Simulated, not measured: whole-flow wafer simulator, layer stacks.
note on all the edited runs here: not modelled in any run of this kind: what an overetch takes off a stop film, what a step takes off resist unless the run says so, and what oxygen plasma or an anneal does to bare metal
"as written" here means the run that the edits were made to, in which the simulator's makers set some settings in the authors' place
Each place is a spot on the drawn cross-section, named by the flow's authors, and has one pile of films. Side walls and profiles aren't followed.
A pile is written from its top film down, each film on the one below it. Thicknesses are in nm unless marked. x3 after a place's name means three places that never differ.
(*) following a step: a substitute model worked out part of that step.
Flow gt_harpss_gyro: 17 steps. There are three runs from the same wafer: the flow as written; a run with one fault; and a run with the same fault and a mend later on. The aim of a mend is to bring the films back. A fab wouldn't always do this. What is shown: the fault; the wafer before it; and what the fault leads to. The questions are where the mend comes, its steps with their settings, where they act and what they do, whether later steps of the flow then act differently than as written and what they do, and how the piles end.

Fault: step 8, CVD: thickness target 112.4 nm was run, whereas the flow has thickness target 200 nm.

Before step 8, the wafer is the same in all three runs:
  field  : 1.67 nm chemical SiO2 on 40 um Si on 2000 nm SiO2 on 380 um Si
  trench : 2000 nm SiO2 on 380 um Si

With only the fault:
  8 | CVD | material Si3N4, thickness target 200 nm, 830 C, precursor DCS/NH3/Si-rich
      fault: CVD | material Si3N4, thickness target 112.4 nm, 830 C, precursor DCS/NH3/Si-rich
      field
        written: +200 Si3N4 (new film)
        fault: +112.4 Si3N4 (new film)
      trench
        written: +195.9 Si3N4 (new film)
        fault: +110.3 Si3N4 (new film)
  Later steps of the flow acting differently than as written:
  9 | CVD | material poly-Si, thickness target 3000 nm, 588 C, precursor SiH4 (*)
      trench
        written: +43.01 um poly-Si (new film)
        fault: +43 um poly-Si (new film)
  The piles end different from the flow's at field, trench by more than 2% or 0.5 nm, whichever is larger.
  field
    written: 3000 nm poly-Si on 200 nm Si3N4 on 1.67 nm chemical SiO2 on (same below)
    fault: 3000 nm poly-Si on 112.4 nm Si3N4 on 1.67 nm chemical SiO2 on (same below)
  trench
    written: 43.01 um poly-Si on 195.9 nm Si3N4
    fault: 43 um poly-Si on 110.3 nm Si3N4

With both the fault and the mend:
  The mend follows step 8.
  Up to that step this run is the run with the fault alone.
  8a | ETCH | chemistry h3po4, depth target 129.4 nm
      field
        -112.4 Si3N4 (all of it)
      trench
        -110.3 Si3N4 (all of it)
  8b | CLEAN | chemistry SPM (a further turn of the flow's step 1)
      alters no film at any place that is followed
  8c | CVD | material Si3N4, thickness target 200 nm, 830 C, precursor DCS/NH3/Si-rich (a further turn of the flow's step 8)
      field
        +200 Si3N4 (new film)
      trench
        +195.9 Si3N4 (new film)
  None of the later steps of the flow acts differently than as written at any place that is followed.
  By the end, the piles equal the flow's at every place that both follow.
